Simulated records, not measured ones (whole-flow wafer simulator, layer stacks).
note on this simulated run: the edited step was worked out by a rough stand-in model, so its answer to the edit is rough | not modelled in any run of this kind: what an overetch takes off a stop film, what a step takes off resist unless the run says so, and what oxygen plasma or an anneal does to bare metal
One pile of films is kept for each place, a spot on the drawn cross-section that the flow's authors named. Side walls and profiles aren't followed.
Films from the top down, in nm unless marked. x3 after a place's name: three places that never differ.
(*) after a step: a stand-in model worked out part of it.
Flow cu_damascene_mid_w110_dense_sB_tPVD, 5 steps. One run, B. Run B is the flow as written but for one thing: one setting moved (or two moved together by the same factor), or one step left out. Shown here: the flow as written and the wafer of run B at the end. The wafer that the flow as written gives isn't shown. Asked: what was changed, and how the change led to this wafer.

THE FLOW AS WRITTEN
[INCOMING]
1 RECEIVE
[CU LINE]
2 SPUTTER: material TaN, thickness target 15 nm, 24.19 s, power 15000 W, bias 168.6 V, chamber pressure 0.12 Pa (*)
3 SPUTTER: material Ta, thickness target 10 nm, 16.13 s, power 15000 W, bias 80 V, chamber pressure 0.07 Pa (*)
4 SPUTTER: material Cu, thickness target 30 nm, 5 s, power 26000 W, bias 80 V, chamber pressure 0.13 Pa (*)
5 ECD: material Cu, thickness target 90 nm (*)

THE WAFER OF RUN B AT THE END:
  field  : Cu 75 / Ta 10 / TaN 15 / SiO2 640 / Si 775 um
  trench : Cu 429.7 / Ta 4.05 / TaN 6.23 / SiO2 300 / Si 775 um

The cause: step 5, ECD: thickness target 45 nm was run, where the flow has thickness target 90 nm.

How the change led to this, step by step:
  5 ECD: material Cu, thickness target 90 nm (*)
      field: Cu +45 (as written it would be: Cu +90)
      trench: Cu +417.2 (as written it would be: Cu +462.2)
